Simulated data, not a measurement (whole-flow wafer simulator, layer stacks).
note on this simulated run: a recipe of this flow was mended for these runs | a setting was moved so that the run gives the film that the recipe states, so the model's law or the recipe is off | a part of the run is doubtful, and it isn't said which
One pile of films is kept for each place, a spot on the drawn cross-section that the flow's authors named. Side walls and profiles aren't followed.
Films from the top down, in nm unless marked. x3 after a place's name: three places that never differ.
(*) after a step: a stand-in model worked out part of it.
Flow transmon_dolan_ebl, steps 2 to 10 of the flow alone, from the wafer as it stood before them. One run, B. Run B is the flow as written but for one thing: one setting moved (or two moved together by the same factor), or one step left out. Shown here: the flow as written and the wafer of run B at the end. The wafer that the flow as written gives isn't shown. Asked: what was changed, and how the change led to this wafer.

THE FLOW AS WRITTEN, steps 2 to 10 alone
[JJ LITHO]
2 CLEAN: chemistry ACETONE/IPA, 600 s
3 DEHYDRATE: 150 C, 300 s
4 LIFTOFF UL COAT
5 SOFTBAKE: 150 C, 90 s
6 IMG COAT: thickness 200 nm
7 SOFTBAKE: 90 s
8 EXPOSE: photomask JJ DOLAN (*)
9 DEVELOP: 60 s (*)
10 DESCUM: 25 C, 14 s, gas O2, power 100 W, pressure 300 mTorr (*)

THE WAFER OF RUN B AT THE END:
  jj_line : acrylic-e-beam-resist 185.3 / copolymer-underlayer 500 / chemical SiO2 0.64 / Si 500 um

The cause: step 9, DEVELOP: 60 s (*), was left out.

How the change led to this, step by step:
  10 DESCUM: 25 C, 14 s, gas O2, power 100 W, pressure 300 mTorr (*)
      jj_line: acrylic-e-beam-resist -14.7 (as written it would be: nothing)
